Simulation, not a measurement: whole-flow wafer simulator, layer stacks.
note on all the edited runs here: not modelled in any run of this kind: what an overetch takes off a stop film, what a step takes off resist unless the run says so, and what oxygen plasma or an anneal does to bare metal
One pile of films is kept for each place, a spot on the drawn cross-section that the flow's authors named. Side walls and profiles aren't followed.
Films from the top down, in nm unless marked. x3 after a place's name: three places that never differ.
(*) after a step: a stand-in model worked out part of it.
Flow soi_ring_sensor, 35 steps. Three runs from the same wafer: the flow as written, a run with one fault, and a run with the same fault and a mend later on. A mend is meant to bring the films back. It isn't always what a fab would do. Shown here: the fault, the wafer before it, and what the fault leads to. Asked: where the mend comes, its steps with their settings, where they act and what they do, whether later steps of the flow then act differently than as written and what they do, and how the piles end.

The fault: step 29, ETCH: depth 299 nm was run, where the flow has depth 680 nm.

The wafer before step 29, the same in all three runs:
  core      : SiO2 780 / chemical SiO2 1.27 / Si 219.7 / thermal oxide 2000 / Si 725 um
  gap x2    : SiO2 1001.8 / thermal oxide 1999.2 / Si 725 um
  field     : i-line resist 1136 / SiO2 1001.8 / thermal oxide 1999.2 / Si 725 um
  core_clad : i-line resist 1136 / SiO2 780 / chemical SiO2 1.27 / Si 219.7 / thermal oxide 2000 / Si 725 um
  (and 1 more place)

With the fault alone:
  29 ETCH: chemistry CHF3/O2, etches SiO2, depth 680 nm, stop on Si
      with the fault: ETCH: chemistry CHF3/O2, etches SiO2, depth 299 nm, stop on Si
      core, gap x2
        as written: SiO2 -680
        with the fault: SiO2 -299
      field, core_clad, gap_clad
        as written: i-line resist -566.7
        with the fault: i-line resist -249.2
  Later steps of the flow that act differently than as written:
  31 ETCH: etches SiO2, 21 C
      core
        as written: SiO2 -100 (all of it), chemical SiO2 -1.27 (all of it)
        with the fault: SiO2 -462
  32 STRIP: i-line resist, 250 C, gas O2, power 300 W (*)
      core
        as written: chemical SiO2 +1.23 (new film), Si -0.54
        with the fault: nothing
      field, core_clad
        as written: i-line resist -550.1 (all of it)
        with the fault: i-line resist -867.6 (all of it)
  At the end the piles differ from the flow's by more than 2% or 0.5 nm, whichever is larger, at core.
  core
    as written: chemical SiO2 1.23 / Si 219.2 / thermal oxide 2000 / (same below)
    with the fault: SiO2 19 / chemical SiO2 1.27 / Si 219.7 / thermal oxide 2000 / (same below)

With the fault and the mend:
  The mend comes after step 29.
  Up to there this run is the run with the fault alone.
  29a ETCH: chemistry CHF3/O2, etches SiO2, depth 381 nm, stop on Si (the flow's step 29 once more, with other settings)
      core, gap x2
        SiO2 -381
      field, core_clad, gap_clad
        i-line resist -317.5
  No later step of the flow acts differently than as written at any place that is followed.
  At the end the piles are the same as the flow's at every place that both follow.
